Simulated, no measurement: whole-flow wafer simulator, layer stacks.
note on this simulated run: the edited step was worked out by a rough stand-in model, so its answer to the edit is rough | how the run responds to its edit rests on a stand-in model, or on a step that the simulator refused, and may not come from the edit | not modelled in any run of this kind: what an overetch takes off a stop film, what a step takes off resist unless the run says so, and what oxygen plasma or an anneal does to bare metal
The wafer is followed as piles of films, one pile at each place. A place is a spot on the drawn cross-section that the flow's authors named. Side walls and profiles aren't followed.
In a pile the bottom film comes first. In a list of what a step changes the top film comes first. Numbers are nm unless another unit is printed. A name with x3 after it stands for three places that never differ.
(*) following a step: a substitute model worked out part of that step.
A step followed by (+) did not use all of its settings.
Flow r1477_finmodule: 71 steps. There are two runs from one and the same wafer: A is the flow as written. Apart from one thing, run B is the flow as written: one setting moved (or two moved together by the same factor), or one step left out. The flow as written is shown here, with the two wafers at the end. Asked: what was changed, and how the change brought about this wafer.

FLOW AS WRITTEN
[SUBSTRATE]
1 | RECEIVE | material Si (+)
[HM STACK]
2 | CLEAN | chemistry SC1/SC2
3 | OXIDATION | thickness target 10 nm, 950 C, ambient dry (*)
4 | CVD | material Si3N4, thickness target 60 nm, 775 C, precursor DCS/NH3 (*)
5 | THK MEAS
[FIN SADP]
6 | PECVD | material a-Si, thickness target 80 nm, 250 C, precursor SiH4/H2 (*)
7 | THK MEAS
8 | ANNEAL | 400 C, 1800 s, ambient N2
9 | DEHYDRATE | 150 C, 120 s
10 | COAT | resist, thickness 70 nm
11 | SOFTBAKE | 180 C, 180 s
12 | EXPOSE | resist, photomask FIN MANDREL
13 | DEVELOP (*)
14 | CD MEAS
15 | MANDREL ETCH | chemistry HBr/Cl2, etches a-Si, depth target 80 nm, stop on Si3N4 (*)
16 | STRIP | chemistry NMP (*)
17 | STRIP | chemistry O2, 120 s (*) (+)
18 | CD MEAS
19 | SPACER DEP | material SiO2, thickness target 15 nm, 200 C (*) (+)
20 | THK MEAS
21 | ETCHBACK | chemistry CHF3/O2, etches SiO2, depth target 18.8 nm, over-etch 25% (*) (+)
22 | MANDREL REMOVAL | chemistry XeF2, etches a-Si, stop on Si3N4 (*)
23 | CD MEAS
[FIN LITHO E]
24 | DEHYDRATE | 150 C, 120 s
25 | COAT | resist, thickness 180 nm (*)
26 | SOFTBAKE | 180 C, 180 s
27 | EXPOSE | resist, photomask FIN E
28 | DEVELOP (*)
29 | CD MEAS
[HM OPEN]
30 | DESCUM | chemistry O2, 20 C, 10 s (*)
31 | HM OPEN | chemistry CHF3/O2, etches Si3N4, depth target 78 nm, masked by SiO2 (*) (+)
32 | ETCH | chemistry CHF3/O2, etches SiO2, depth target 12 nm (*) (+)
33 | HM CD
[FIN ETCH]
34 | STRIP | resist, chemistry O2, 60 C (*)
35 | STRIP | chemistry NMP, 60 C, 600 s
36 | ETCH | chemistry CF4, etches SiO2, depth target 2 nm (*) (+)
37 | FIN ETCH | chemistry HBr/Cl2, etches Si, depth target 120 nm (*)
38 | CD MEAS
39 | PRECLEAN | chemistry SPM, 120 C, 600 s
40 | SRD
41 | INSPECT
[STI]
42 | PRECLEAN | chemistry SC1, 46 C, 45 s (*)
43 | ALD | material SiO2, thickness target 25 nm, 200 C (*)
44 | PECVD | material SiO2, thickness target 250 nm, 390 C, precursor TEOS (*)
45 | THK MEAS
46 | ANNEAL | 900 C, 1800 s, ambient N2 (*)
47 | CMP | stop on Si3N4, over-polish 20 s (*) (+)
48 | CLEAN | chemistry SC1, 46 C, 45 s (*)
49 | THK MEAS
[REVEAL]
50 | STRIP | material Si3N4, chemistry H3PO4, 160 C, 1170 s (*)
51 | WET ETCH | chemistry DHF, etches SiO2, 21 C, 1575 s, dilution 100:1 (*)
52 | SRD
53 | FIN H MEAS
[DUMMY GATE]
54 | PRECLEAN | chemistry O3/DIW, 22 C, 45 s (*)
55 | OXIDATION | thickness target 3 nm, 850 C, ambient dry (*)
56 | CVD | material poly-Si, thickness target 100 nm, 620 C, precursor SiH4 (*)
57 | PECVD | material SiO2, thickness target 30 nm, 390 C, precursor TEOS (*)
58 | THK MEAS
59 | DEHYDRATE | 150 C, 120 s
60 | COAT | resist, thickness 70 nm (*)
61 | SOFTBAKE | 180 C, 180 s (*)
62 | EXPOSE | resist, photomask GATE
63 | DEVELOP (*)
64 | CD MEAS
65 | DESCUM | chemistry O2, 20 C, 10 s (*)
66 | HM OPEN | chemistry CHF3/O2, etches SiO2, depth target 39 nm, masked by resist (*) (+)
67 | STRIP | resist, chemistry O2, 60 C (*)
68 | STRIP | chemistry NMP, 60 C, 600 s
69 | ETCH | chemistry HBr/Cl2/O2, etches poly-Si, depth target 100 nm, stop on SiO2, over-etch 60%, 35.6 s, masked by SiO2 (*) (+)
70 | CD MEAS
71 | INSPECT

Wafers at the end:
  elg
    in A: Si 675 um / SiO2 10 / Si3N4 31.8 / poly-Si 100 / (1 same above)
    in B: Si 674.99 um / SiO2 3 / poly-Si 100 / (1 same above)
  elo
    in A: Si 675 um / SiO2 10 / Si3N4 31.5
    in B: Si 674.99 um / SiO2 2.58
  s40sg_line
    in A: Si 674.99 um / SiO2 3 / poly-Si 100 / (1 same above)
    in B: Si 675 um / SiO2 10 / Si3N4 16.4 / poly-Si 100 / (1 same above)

Cause: step 6, PECVD: thickness target 32.8 nm was run, though the flow has thickness target 80 nm.

The path from the change to this, step by step:
  6 | PECVD | material a-Si, thickness target 80 nm, 250 C, precursor SiH4/H2 (*)
      pad, padg, elg and 33 more: A a-Si gains 80 (new film) | B a-Si gains 32.8 (new film)
  15 | MANDREL ETCH | chemistry HBr/Cl2, etches a-Si, depth target 80 nm, stop on Si3N4 (*)
      pad, padg, elg and 27 more: A a-Si loses 80 (all of it) | B a-Si loses 32.8 (all of it)
      s40cg, s45cg, s50cg, s40co, s45co, s50co: A resist loses 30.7 | B resist loses 18.9
  16 | STRIP | chemistry NMP (*)
      s40cg, s45cg, s50cg, s40co, s45co, s50co: A resist loses 39.3 (all of it) | B resist loses 51.1 (all of it)
  21 | ETCHBACK | chemistry CHF3/O2, etches SiO2, depth target 18.8 nm, over-etch 25% (*) (+)
      s40sg_line, s45sg_line, s50sg_line, s40so_line, s45so_line, s50so_line: A SiO2 gains 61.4 | B SiO2 gains 14.2
  22 | MANDREL REMOVAL | chemistry XeF2, etches a-Si, stop on Si3N4 (*)
      s40cg, s45cg, s50cg, s40co, s45co, s50co: A a-Si loses 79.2 (all of it) | B a-Si loses 32 (all of it)
  25 | COAT | resist, thickness 180 nm (*)
      s40cg, s40co: A resist gains 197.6 (new film) | B resist gains 185.8 (new film)
      s40sg, s40so: A resist gains 201.2 (new film) | B resist gains 189.4 (new film)
      (and at 14 other places as well)
  28 | DEVELOP (*)
      s40cg, s40co: A resist loses 197.6 (all of it) | B resist loses 185.8 (all of it)
      s40sg, s40so: A resist loses 201.2 (all of it) | B resist loses 189.4 (all of it)
      (and at 14 other places as well)
  31 | HM OPEN | chemistry CHF3/O2, etches Si3N4, depth target 78 nm, masked by SiO2 (*) (+)
      s40sg_line, s45sg_line, s50sg_line, s40so_line, s45so_line, s50so_line: A SiO2 loses 39 | B SiO2 loses 29.2 (all of it), Si3N4 loses 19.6
  32 | ETCH | chemistry CHF3/O2, etches SiO2, depth target 12 nm (*) (+)
      s40sg_line, s45sg_line, s50sg_line, s40so_line, s45so_line, s50so_line: A SiO2 loses 12 | B Si3N4 loses 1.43
      pad, padg, e40sg and 11 more: A Si loses 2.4 | B Si loses 0.3
      (and at 16 other places as well)
  34 | STRIP | resist, chemistry O2, 60 C (*)
      elg, e40lg, e100lg, e200lg, elo, e40lo, e100lo, e200lo: A resist loses 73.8 (all of it) | B resist loses 83.8 (all of it)
  36 | ETCH | chemistry CF4, etches SiO2, depth target 2 nm (*) (+)
      elg, e40lg, e100lg, e200lg, elo, e40lo, e100lo, e200lo: A Si3N4 loses 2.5 | B nothing
      s40sg_line, s45sg_line, s50sg_line, s40so_line, s45so_line, s50so_line: A SiO2 loses 2 | B nothing
  37 | FIN ETCH | chemistry HBr/Cl2, etches Si, depth target 120 nm (*)
      s40sg_line, s45sg_line, s50sg_line, s40so_line, s45so_line, s50so_line: A SiO2 loses 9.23 | B Si3N4 loses 17.1
  43 | ALD | material SiO2, thickness target 25 nm, 200 C (*)
      s40sg_line, s45sg_line, s50sg_line, s40so_line, s45so_line, s50so_line: A SiO2 gains 25 | B SiO2 gains 25 (new film)
      s40cg, s45cg, s50cg, s40co, s45co, s50co: A SiO2 gains 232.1 (new film) | B SiO2 gains 177.7 (new film)
  47 | CMP | stop on Si3N4, over-polish 20 s (*) (+)
      elg, e40lg, e100lg, e200lg, elo, e40lo, e100lo, e200lo: A SiO2 loses 241.6 | B SiO2 loses 263.8 (all of it), Si3N4 loses 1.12
      s40sg_line, s45sg_line, s50sg_line, s40so_line, s45so_line, s50so_line: A SiO2 loses 277.9 (all of it), Si3N4 loses 1.12 | B SiO2 loses 247.5
      (and at 22 other places as well)
  50 | STRIP | material Si3N4, chemistry H3PO4, 160 C, 1170 s (*)
      elg, e40lg, e100lg, e200lg, elo, e40lo, e100lo, e200lo: A SiO2 loses 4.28 | B Si3N4 loses 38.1 (all of it), SiO2 loses 2.02
      s40sg_line, s45sg_line, s50sg_line, s40so_line, s45so_line, s50so_line: A Si3N4 loses 58.9 (all of it), SiO2 loses 1.37 | B SiO2 loses 4.28
  51 | WET ETCH | chemistry DHF, etches SiO2, 21 C, 1575 s, dilution 100:1 (*)
      elg, e40lg, e100lg, e200lg, elo, e40lo, e100lo, e200lo: A SiO2 loses 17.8 (all of it), Si3N4 loses 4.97 | B SiO2 loses 7.98 (all of it)
      s40sg_line, s45sg_line, s50sg_line, s40so_line, s45so_line, s50so_line: A SiO2 loses 8.63 (all of it) | B SiO2 loses 12 (all of it), Si3N4 loses 5.44
  ... another 6 steps ...
  69 | ETCH | chemistry HBr/Cl2/O2, etches poly-Si, depth target 100 nm, stop on SiO2, over-etch 60%, 35.6 s, masked by SiO2 (*) (+)
      s40co: A chemical SiO2 loses 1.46 (all of it), poly-Si loses 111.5 (all of it), SiO2 loses 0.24 | B chemical SiO2 loses 1.48 (all of it), poly-Si loses 158.9 (all of it)
      s45co: A chemical SiO2 loses 1.46 (all of it), poly-Si loses 110.9 (all of it), SiO2 loses 0.25 | B chemical SiO2 loses 1.48 (all of it), poly-Si loses 158.9 (all of it)
      (and at 1 other place as well)
